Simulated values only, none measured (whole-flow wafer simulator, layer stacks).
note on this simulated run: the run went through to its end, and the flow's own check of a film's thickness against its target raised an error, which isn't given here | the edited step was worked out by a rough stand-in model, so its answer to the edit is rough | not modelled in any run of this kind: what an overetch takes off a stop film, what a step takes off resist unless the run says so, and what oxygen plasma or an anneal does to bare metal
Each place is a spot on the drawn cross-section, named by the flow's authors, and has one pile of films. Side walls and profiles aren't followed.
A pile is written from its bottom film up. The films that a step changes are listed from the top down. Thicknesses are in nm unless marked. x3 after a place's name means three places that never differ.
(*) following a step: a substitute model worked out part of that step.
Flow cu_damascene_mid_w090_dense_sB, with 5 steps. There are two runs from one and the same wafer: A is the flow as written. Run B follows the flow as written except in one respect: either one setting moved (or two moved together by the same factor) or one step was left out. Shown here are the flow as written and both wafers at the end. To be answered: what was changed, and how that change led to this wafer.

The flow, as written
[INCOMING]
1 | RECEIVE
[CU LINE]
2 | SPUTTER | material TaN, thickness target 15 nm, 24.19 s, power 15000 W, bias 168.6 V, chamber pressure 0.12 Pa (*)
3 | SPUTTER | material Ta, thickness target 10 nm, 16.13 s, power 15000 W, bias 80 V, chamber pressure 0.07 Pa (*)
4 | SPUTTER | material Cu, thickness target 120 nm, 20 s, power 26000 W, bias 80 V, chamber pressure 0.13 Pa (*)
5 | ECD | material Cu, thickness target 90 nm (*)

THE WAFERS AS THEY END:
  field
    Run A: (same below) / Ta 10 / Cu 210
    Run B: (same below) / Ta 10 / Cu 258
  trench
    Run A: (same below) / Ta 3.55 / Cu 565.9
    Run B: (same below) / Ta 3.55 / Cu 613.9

The reason: step 4, SPUTTER: thickness target 168 nm was run, though the flow has thickness target 120 nm; step 4, SPUTTER: 28 s was run, where the flow has 20 s.

The path from the change to this, step by step:
  4 | SPUTTER | material Cu, thickness target 120 nm, 20 s, power 26000 W, bias 80 V, chamber pressure 0.13 Pa (*)
      field: A +120 Cu (new film) | B +168 Cu (new film)
      trench: A +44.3 Cu (new film) | B +62.1 Cu (new film)
  5 | ECD | material Cu, thickness target 90 nm (*)
      trench: A +521.6 Cu | B +551.9 Cu
